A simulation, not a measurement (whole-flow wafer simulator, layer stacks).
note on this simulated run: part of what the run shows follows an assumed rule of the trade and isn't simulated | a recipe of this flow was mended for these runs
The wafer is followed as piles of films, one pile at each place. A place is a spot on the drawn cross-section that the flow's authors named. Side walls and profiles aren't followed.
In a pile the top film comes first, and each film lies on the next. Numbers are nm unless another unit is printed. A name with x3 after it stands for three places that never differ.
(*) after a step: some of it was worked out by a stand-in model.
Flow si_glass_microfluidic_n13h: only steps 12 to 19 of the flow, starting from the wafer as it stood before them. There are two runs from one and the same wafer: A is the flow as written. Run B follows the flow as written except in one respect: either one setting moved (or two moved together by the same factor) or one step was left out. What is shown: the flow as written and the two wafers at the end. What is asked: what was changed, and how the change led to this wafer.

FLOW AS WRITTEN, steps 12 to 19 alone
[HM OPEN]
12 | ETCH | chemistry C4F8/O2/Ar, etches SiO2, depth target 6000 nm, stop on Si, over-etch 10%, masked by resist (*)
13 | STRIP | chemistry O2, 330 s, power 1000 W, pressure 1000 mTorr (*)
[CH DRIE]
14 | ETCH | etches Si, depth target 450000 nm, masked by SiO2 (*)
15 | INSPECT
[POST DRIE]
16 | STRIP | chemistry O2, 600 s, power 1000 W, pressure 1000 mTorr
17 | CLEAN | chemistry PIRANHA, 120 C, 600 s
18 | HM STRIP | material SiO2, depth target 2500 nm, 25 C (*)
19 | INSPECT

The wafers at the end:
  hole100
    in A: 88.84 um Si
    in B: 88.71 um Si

The reason: step 12, ETCH: depth target 6900 nm was run, while the flow as written has depth target 6000 nm.

How this came from the change, step by step:
  12 | ETCH | chemistry C4F8/O2/Ar, etches SiO2, depth target 6000 nm, stop on Si, over-etch 10%, masked by resist (*)
      land: A -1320 thick-i-line-resist | B -1518 thick-i-line-resist
      hole100: A -6000 SiO2 (all of it), -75 Si | B -6000 SiO2 (all of it), -198.8 Si
  13 | STRIP | chemistry O2, 330 s, power 1000 W, pressure 1000 mTorr (*)
      land: A -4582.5 thick-i-line-resist (all of it) | B -4384.5 thick-i-line-resist (all of it)
